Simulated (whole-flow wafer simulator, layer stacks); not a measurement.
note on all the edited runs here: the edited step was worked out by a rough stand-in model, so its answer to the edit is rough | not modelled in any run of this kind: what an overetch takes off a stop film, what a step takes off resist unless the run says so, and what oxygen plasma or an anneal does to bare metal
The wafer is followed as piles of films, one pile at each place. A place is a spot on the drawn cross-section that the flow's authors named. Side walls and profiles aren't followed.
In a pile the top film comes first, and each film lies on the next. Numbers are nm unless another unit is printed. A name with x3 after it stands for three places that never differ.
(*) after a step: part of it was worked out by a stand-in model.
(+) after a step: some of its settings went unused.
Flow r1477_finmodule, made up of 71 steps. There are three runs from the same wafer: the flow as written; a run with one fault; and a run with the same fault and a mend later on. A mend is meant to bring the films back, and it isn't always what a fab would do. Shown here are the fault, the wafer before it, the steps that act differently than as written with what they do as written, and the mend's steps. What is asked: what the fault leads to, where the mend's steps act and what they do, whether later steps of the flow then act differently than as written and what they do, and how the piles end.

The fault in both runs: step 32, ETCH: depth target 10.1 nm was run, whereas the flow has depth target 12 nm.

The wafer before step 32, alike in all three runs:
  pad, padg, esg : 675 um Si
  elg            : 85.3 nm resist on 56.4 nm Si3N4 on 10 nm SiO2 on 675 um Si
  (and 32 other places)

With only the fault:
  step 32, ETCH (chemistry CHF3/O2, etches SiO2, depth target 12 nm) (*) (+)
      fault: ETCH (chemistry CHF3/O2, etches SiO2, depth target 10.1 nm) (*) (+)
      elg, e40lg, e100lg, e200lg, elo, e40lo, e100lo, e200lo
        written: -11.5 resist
        fault: -9.68 resist
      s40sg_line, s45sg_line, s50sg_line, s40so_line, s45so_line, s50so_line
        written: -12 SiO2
        fault: -10.1 SiO2
  Later steps of the flow acting differently than as written (4 other steps are not shown; they differ only slightly, by no more than 2% or 0.5 nm, whichever is larger):
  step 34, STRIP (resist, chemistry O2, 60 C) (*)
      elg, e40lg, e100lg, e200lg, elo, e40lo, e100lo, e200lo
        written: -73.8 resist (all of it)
        fault: -75.6 resist (all of it)
  At the end the piles are close to the flow's at the places that both follow, differing by at most 2% or 0.5 nm, whichever is larger.

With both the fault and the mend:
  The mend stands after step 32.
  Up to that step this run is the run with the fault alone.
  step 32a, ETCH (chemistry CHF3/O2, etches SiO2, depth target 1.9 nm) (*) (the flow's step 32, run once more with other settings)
      pad, padg, e40sg and 11 more
        -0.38 Si
      elg, e40lg, e100lg, e200lg, elo, e40lo, e100lo, e200lo
        -1.82 resist
      s40sg_line, s45sg_line, s50sg_line, s40so_line, s45so_line, s50so_line
        -1.9 SiO2
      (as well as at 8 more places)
  None of the later steps of the flow differs from how it acts as written, at any place that is followed, by more than 2% or 0.5 nm, whichever is larger.
  At the end the piles are close to the flow's at the places that both follow, differing by at most 2% or 0.5 nm, whichever is larger.
